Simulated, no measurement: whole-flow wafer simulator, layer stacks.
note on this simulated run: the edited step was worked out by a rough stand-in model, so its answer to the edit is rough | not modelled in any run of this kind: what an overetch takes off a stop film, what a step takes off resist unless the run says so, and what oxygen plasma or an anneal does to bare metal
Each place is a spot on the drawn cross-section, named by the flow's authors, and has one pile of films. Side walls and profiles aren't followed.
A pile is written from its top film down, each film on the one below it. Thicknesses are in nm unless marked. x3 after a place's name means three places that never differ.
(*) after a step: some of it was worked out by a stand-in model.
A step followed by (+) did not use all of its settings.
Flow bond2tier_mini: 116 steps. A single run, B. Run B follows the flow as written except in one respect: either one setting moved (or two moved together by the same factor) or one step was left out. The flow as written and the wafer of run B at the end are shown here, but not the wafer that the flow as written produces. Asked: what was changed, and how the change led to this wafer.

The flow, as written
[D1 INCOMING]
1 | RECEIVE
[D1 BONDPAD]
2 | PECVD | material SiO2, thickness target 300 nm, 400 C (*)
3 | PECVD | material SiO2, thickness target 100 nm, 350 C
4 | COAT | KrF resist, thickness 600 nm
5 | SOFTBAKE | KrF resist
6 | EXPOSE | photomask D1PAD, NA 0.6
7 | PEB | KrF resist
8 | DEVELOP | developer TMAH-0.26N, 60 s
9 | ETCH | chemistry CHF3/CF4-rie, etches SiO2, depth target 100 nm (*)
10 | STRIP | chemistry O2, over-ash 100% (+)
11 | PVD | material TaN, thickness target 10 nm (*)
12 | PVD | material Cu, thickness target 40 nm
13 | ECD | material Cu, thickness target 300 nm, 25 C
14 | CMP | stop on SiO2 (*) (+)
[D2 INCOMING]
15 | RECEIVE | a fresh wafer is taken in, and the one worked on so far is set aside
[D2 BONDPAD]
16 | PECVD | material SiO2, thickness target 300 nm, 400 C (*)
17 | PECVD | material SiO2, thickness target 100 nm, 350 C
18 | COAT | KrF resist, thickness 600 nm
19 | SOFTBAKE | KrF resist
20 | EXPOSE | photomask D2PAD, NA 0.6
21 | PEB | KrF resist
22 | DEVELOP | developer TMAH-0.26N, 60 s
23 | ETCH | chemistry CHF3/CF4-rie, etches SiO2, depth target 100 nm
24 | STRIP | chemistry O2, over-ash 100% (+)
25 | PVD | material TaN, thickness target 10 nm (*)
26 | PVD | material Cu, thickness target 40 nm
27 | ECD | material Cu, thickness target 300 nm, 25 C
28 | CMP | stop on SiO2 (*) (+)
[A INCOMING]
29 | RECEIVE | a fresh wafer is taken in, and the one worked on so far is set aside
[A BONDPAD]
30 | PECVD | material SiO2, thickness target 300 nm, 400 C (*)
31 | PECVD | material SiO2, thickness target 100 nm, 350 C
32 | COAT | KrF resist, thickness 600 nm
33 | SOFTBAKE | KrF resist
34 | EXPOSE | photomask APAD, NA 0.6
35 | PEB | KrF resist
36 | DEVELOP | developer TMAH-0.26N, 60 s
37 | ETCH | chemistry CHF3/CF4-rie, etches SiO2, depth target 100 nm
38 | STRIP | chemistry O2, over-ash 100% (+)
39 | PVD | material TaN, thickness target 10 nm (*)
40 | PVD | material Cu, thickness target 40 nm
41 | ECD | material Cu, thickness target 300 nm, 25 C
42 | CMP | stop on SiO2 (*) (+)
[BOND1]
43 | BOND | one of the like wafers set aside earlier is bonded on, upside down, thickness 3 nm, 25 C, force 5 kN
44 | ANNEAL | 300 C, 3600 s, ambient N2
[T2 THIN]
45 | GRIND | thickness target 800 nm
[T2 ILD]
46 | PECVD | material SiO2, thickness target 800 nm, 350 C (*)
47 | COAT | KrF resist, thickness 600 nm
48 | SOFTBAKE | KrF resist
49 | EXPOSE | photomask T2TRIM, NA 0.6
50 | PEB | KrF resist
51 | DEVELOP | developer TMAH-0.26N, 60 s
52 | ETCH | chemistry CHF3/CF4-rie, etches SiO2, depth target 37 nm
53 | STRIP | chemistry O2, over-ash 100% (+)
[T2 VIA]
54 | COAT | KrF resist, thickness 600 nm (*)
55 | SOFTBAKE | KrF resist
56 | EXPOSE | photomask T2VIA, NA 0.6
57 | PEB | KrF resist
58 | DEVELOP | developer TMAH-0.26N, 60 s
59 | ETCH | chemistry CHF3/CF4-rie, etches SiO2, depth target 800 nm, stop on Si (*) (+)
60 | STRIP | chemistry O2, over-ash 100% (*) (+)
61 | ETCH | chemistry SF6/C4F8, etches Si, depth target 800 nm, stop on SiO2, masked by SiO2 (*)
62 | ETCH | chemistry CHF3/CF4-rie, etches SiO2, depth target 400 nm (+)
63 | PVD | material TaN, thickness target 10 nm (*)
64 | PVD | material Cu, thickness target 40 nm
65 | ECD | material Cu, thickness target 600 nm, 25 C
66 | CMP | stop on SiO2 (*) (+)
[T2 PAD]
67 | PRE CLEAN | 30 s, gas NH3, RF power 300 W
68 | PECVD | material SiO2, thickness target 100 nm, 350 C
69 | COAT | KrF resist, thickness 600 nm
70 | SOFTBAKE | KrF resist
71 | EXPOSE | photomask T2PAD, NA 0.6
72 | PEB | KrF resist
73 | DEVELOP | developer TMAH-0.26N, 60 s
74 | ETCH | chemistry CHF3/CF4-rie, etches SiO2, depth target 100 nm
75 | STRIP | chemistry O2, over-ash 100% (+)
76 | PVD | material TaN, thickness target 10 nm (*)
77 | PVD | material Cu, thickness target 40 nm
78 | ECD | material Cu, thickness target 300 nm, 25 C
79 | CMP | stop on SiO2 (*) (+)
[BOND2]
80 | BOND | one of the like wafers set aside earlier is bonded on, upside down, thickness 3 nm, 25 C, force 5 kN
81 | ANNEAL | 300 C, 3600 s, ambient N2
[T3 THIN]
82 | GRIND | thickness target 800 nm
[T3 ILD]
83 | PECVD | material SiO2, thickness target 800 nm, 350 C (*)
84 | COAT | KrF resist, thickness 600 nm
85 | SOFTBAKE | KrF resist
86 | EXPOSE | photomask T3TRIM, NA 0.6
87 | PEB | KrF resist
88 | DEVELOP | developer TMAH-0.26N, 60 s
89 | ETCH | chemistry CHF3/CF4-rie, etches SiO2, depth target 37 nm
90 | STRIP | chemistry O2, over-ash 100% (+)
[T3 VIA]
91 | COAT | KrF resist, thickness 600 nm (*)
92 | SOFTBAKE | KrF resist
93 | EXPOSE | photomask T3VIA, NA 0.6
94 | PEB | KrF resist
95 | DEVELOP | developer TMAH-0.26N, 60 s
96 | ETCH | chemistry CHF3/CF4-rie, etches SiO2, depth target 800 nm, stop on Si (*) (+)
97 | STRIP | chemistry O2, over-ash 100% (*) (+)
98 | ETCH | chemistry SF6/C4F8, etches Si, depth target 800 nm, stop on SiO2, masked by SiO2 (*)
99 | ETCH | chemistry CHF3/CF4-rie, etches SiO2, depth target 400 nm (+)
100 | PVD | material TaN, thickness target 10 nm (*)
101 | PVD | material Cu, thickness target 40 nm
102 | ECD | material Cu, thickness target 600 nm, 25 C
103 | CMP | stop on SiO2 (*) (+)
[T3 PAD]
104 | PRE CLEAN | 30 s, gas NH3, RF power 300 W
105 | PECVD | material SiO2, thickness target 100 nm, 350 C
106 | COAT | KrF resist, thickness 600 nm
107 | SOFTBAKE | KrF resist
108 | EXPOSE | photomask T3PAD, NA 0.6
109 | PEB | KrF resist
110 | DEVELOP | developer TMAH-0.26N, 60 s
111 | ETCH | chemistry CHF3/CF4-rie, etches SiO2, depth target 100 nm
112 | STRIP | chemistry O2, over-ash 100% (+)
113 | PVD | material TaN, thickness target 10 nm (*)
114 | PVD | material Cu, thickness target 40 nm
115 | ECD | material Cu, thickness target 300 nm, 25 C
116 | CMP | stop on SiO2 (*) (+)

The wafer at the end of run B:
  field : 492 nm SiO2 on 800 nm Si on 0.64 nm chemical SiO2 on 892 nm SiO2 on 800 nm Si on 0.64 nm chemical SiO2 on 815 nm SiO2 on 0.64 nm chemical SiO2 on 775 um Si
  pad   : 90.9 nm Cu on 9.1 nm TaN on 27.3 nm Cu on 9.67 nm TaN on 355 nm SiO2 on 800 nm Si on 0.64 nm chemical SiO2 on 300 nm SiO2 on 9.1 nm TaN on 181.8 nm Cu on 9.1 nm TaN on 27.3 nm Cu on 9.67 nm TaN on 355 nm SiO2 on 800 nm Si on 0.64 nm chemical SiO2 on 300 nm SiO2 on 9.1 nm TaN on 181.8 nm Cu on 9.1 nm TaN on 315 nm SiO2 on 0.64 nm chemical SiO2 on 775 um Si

Cause: step 30, PECVD: thickness target 315 nm was run, whereas the flow has thickness target 300 nm.
One can read it off the wafer: pad has SiO2 315, and step 30 as written asks for 300 nm.

The path from the change to this, step by step:
  30 | PECVD | material SiO2, thickness target 300 nm, 400 C (*)
      field, pad, via: +315 SiO2 (new film) (it would be, as written: +300 SiO2 (new film))
